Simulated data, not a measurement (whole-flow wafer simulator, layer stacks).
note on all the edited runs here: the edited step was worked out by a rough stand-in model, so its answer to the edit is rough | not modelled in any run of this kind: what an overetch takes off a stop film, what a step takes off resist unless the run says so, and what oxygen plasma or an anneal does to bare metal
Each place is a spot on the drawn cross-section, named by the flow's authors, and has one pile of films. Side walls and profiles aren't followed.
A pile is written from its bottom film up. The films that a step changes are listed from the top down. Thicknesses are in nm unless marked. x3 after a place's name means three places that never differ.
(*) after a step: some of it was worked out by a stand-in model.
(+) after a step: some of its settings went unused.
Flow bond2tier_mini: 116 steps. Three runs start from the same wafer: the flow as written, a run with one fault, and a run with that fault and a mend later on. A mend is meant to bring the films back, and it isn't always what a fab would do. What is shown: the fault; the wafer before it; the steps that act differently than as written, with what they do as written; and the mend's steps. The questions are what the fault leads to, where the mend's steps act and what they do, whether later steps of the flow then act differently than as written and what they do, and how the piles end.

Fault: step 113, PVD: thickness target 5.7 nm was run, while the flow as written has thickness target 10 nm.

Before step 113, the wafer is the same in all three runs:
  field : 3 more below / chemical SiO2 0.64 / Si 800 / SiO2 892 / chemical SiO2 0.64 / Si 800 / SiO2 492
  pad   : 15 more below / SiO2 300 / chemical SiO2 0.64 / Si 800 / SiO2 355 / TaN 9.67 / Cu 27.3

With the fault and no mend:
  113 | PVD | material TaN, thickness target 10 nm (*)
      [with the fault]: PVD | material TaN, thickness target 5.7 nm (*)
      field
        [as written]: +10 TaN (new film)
        [with the fault]: +5.7 TaN (new film)
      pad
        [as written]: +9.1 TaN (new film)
        [with the fault]: +5.19 TaN (new film)
  Steps further on in the flow that do not act as written (1 more step, not shown, differs only slightly: by at most 2% or 0.5 nm, whichever is larger):
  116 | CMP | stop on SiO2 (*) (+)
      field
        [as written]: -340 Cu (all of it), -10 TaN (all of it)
        [with the fault]: -340 Cu (all of it), -5.7 TaN (all of it)
  At pad, the piles at the end differ from the flow's by more than 2% or 0.5 nm, whichever is larger.
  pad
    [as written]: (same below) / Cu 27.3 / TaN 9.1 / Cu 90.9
    [with the fault]: (same below) / Cu 27.3 / TaN 5.19 / Cu 94.8

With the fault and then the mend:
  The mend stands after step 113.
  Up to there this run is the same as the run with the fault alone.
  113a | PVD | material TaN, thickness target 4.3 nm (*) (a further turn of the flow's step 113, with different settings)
      field
        +4.3 TaN
      pad
        +3.91 TaN
  None of the later steps of the flow acts differently than as written at any place that is followed.
  The piles end the same as the flow's at every place that both follow.
